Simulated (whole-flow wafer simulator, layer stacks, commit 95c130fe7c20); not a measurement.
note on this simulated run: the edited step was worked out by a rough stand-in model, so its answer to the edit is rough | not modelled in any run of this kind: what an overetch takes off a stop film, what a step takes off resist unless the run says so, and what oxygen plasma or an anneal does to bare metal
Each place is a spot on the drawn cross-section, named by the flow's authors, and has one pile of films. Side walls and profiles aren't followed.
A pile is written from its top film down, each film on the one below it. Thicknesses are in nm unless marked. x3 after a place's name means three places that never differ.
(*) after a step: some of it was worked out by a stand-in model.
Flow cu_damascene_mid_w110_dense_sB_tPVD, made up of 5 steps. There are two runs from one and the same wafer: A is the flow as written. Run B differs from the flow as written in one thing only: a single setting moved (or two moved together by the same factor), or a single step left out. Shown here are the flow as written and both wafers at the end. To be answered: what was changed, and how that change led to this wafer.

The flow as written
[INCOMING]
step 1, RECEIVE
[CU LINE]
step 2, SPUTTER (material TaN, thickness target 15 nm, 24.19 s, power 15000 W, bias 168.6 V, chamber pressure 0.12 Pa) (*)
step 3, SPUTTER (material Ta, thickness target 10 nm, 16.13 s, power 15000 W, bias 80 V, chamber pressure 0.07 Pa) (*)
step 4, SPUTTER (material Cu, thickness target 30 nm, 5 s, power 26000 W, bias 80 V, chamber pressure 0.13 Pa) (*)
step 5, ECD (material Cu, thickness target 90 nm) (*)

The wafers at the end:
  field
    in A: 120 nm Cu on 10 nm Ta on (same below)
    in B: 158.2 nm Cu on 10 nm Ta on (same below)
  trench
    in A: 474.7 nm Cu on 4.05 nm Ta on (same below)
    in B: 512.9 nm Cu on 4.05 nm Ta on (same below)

Cause: step 5, ECD: thickness target 128.2 nm was run, whereas the flow has thickness target 90 nm.

How this came from the change, step by step:
  step 5, ECD (material Cu, thickness target 90 nm) (*)
      field: A Cu gains 90 | B Cu gains 128.2
      trench: A Cu gains 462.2 | B Cu gains 500.4
